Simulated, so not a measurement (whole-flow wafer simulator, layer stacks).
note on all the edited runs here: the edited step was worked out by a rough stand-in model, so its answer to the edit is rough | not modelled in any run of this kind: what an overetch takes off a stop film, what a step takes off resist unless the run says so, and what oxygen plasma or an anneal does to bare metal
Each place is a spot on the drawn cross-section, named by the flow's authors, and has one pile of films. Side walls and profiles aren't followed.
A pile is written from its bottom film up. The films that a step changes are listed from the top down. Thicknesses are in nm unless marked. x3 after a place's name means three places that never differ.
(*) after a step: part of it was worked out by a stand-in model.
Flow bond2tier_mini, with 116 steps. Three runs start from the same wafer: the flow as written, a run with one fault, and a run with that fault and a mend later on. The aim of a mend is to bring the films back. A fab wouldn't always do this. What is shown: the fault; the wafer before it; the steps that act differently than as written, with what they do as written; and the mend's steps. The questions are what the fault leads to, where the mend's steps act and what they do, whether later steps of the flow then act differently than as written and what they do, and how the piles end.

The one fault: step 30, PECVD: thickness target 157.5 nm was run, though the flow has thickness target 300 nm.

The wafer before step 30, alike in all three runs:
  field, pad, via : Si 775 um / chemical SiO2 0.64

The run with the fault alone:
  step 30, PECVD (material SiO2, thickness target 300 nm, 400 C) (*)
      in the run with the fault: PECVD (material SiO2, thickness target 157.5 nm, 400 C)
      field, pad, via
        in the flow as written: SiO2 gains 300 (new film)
        in the run with the fault: SiO2 gains 157.5 (new film)
  Every later step of the flow that is run acts as written at every place that is followed.
  At field, pad, the piles at the end differ from the flow's by more than 2% or 0.5 nm, whichever is larger.
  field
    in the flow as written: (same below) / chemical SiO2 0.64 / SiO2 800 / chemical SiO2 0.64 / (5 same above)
    in the run with the fault: (same below) / chemical SiO2 0.64 / SiO2 657.5 / chemical SiO2 0.64 / (5 same above)
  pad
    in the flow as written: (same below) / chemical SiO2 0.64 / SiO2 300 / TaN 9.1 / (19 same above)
    in the run with the fault: (same below) / chemical SiO2 0.64 / SiO2 157.5 / TaN 9.1 / (19 same above)

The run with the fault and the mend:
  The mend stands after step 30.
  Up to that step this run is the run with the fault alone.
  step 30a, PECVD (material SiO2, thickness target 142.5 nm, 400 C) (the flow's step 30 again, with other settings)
      field, pad, via
        SiO2 gains 142.5
  Every later step of the flow that is run acts as written at every place that is followed.
  At every place that both follow, the piles at the end match the flow's.
